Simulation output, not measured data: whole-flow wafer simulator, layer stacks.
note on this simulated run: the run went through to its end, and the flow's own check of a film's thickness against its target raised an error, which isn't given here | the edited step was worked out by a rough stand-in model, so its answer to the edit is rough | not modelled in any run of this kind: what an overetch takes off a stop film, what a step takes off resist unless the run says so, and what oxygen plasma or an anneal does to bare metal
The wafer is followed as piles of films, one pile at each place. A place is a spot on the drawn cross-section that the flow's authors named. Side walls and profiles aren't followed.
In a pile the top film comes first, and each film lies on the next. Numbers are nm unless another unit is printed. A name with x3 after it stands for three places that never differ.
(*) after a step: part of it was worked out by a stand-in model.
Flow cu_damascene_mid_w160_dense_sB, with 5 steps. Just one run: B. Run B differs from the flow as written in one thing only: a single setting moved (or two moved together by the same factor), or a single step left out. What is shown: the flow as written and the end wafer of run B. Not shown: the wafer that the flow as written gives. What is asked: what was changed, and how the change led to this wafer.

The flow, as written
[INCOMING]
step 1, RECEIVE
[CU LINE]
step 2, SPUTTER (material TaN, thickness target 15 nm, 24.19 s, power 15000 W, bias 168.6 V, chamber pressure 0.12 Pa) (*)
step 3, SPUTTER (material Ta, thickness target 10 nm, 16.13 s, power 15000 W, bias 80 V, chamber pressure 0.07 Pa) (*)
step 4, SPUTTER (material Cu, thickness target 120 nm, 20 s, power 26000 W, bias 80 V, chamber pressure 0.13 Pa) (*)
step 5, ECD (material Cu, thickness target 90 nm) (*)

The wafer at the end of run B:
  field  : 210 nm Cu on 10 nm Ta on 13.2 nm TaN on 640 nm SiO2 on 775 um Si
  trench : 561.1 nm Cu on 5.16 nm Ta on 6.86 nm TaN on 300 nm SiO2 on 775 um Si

Cause: step 2, SPUTTER: power 13160 W was run, while the flow as written has power 15000 W.

How this came from the change, step by step:
  step 2, SPUTTER (material TaN, thickness target 15 nm, 24.19 s, power 15000 W, bias 168.6 V, chamber pressure 0.12 Pa) (*)
      field: +13.2 TaN (new film) (it would be, as written: +15 TaN (new film))
      trench: +6.86 TaN (new film) (it would be, as written: +7.82 TaN (new film))
